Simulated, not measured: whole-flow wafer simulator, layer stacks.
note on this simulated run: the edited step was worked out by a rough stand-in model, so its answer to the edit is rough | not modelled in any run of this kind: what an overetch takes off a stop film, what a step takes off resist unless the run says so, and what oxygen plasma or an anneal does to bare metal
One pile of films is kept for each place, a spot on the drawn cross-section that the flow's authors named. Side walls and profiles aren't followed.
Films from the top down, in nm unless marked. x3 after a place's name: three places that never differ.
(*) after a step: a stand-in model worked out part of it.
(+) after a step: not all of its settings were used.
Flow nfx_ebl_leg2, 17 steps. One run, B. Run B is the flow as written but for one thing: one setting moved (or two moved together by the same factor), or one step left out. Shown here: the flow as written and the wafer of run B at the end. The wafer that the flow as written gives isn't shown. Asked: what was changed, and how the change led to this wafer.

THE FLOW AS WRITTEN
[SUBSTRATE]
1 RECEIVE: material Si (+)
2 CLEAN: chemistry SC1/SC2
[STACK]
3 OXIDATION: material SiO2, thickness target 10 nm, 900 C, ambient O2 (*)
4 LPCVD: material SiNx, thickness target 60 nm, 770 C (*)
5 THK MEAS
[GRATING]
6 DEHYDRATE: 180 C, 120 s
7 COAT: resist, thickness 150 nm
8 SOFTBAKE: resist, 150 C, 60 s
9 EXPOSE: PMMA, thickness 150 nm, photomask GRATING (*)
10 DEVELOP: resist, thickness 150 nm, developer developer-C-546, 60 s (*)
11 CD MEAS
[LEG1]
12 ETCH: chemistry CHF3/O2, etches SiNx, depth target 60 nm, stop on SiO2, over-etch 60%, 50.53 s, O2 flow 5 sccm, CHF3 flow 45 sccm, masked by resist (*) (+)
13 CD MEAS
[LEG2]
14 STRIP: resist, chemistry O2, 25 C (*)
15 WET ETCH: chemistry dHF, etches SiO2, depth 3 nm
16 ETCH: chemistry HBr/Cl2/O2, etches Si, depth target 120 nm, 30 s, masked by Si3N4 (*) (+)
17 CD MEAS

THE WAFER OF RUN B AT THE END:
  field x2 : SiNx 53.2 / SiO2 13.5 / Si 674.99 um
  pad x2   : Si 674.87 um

The cause: step 3, OXIDATION: thickness target 13.5 nm was run, where the flow has thickness target 10 nm.
It can be read off the wafer: field x2 has SiO2 13.5, and step 3 as written asks for 10 nm.

How the change led to this, step by step:
  3 OXIDATION: material SiO2, thickness target 10 nm, 900 C, ambient O2 (*)
      field x2, pad x2: SiO2 +13.5 (new film), chemical SiO2 -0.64 (all of it), Si -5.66 (as written it would be: SiO2 +10 (new film), chemical SiO2 -0.64 (all of it), Si -4.12)
  12 ETCH: chemistry CHF3/O2, etches SiNx, depth target 60 nm, stop on SiO2, over-etch 60%, 50.53 s, O2 flow 5 sccm, CHF3 flow 45 sccm, masked by resist (*) (+)
      pad x2: SiNx -60 (all of it), SiO2 -13.5 (all of it) (as written it would be: SiNx -60 (all of it), SiO2 -10 (all of it))
